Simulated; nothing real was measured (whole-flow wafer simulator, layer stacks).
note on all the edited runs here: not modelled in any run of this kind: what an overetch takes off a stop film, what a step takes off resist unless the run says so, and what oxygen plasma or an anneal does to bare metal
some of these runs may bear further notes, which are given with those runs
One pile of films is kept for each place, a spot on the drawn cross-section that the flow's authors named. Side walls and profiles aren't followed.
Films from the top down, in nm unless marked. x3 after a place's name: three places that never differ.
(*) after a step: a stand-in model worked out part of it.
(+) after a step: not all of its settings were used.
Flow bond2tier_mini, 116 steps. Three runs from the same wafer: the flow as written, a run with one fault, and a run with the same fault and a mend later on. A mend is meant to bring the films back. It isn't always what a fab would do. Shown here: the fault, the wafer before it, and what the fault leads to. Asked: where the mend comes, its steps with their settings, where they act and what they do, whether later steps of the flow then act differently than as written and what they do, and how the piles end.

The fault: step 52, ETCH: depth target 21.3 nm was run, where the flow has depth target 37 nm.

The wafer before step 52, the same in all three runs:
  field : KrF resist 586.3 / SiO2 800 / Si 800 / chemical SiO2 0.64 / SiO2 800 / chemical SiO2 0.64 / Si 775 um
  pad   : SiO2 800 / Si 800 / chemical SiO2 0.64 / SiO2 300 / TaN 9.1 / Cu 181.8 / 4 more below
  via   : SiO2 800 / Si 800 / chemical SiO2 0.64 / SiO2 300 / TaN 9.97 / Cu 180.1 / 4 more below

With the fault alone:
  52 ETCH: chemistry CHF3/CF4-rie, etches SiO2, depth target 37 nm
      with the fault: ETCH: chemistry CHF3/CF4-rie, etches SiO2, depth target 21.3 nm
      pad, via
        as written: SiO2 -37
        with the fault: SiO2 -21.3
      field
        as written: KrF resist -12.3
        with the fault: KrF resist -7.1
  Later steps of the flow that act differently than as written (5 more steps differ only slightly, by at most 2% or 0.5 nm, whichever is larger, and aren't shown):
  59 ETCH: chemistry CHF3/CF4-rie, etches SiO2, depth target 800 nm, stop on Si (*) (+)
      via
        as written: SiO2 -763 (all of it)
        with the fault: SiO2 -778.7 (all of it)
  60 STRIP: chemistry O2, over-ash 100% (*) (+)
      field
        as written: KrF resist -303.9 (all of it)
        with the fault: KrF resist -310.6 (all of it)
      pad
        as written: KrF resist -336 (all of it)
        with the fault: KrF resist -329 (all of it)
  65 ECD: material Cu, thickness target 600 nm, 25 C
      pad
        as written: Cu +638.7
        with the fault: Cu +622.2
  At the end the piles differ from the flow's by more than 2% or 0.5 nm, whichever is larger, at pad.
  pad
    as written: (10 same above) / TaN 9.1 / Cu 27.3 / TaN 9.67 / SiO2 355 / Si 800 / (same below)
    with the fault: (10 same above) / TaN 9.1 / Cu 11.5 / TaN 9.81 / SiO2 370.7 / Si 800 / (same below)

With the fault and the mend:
  The mend comes after step 53.
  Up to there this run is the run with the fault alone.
  53a COAT: KrF resist, thickness 600 nm (*) (the flow's step 47 once more)
      field
        KrF resist +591 (new film)
      pad
        KrF resist +609.4 (new film)
      via
        KrF resist +608.3 (new film)
  53b SOFTBAKE: KrF resist (the flow's step 48 once more)
      changes no film at any place that is followed
  53c EXPOSE: photomask T2TRIM, NA 0.6 (the flow's step 49 once more)
      changes no film at any place that is followed
  53d PEB: KrF resist (the flow's step 50 once more)
      changes no film at any place that is followed
  53e DEVELOP: developer TMAH-0.26N, 60 s (the flow's step 51 once more)
      field
        KrF resist -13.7
      pad
        KrF resist -609.4 (all of it)
      via
        KrF resist -608.3 (all of it)
  53f ETCH: chemistry CHF3/CF4-rie, etches SiO2, depth target 15.7 nm (the flow's step 52 once more, with other settings)
      pad, via
        SiO2 -15.7
      field
        KrF resist -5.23
  53g STRIP: chemistry O2, over-ash 100% (+) (the flow's step 53 once more)
      field
        KrF resist -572 (all of it)
  No later step of the flow acts differently than as written at any place that is followed.
  At the end the piles are the same as the flow's at every place that both follow.
